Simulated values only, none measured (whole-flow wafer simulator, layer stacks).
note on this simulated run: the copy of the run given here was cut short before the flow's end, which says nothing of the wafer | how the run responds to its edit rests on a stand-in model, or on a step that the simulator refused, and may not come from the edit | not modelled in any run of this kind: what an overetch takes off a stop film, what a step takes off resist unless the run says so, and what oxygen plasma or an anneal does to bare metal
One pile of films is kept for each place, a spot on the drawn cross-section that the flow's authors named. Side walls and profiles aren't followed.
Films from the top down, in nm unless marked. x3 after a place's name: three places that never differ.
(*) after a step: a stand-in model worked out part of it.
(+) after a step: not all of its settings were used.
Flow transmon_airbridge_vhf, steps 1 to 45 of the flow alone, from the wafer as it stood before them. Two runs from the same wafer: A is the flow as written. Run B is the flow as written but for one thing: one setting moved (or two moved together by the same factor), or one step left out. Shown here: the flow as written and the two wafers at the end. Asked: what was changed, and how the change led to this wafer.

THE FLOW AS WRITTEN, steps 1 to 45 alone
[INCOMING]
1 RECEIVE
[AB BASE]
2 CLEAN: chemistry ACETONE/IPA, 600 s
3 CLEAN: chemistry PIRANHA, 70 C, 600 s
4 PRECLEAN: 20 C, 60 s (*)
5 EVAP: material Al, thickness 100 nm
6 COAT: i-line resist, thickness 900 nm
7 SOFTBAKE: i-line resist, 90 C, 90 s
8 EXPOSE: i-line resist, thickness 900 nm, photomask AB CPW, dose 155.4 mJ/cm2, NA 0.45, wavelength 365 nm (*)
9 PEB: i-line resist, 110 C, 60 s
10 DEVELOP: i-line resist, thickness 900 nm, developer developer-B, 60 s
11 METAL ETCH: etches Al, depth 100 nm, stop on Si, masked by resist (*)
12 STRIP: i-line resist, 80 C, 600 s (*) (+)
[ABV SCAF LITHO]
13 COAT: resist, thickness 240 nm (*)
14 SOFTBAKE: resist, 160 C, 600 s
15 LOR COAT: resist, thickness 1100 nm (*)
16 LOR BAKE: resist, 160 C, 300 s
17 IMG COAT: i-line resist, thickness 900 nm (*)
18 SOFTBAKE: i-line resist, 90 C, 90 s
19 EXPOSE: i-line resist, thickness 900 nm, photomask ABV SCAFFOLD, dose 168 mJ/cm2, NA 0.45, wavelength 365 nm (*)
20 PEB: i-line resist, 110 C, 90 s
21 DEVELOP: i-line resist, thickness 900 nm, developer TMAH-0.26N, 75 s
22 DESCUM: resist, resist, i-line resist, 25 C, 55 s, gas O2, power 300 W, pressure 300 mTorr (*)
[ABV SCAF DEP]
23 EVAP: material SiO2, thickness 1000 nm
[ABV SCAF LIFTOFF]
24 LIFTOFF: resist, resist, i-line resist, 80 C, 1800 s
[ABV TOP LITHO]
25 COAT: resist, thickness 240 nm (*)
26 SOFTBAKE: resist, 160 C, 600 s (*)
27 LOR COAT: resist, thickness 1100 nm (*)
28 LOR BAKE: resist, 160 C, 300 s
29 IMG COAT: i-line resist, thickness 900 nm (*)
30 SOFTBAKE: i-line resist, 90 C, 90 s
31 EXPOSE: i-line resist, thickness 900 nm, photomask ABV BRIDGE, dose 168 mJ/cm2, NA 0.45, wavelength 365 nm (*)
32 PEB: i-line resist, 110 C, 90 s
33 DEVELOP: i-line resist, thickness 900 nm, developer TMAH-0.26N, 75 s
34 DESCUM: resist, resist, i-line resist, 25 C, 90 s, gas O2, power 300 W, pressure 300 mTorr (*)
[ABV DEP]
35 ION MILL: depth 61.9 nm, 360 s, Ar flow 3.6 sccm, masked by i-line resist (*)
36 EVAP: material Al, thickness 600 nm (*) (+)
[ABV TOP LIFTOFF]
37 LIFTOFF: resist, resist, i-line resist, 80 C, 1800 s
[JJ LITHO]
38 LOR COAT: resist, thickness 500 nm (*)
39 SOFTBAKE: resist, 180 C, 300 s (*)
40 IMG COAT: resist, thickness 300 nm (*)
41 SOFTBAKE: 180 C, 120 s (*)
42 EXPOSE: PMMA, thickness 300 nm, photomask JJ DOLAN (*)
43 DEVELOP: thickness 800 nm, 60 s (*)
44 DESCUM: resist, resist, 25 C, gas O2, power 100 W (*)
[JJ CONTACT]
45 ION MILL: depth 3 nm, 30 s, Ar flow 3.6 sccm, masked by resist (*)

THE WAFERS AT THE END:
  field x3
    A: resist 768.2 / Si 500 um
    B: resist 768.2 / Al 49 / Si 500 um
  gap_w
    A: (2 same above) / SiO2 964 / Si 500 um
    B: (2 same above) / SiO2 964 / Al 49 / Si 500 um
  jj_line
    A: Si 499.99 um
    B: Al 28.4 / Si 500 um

The cause: step 5, EVAP: thickness 149 nm was run, where the flow has thickness 100 nm.

How the change led to this, step by step:
  5 EVAP: material Al, thickness 100 nm
      field x3, jj_line, ground_far and 12 more: A Al +100 (new film) | B Al +149 (new film)
  11 METAL ETCH: etches Al, depth 100 nm, stop on Si, masked by resist (*)
      field x3, jj_line, gap_w, gap_e: A Al -100 (all of it) | B Al -100
  45 ION MILL: depth 3 nm, 30 s, Ar flow 3.6 sccm, masked by resist (*)
      jj_line: A Si -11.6 | B Al -20.6
Counting metal films that touch as one body, field x3 has 1 body; the flow as written gives 0 bodies.
Counting metal films that touch as one body, gap_w has 2 bodies (between them, from the top down: SiO2 964); the flow as written gives 1 body.
Counting metal films that touch as one body, jj_line has 1 body; the flow as written gives 0 bodies.
